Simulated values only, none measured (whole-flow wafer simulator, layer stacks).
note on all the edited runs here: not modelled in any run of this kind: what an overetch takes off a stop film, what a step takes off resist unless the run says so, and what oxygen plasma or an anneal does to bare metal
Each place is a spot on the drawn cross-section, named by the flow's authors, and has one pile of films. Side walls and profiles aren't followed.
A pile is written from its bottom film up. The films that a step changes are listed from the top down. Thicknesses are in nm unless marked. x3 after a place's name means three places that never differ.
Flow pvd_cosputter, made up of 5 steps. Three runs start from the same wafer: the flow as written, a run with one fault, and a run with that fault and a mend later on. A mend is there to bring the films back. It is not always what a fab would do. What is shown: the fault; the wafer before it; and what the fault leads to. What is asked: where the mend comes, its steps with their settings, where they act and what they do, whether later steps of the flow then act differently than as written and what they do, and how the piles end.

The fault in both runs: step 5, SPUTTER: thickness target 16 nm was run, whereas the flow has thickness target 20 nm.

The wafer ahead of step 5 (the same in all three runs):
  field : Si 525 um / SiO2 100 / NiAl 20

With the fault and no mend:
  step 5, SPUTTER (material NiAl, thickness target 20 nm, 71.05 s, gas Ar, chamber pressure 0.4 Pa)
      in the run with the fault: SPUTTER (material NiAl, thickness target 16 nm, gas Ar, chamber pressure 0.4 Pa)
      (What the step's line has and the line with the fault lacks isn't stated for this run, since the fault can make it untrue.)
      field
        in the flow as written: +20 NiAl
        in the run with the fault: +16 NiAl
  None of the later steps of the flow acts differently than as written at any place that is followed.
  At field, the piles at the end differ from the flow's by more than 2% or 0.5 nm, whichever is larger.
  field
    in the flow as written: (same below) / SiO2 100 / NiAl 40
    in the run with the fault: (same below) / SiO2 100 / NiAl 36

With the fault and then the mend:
  The mend follows step 5.
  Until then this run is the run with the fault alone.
  step 5a, SPUTTER (material NiAl, thickness target 4 nm, gas Ar, chamber pressure 0.4 Pa) (the flow's step 5 again, with other settings)
      field
        +4 NiAl
  None of the later steps of the flow acts differently than as written at any place that is followed.
  By the end, the piles equal the flow's at every place that both follow.
